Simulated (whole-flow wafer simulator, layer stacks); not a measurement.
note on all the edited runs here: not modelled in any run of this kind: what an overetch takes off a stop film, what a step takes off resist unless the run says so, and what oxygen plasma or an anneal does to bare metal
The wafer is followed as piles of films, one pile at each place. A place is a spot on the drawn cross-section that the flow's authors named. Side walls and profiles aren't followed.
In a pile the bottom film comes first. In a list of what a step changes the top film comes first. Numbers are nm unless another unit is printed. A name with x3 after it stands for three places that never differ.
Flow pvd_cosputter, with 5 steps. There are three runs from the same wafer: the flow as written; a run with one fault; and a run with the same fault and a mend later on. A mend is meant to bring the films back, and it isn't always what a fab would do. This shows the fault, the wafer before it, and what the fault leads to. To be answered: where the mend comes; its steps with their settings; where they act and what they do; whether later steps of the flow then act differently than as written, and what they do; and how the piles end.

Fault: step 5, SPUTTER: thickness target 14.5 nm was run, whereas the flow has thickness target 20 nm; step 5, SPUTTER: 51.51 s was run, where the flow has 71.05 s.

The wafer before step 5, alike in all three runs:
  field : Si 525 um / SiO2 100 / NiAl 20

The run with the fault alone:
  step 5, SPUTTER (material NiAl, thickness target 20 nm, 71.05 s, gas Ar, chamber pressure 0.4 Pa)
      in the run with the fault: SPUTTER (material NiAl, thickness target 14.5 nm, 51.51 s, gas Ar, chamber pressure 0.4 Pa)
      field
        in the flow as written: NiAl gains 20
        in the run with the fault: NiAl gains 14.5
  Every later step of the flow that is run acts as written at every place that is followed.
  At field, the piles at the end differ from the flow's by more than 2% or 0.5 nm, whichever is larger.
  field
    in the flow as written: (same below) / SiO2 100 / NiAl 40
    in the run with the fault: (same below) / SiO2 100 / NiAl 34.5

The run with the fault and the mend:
  The mend follows step 5.
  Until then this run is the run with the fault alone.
  step 5a, SPUTTER (material NiAl, thickness target 5.5 nm, 19.54 s, gas Ar, chamber pressure 0.4 Pa) (a further turn of the flow's step 5, with different settings)
      field
        NiAl gains 5.5
  Every later step of the flow that is run acts as written at every place that is followed.
  The piles end the same as the flow's at every place that both follow.
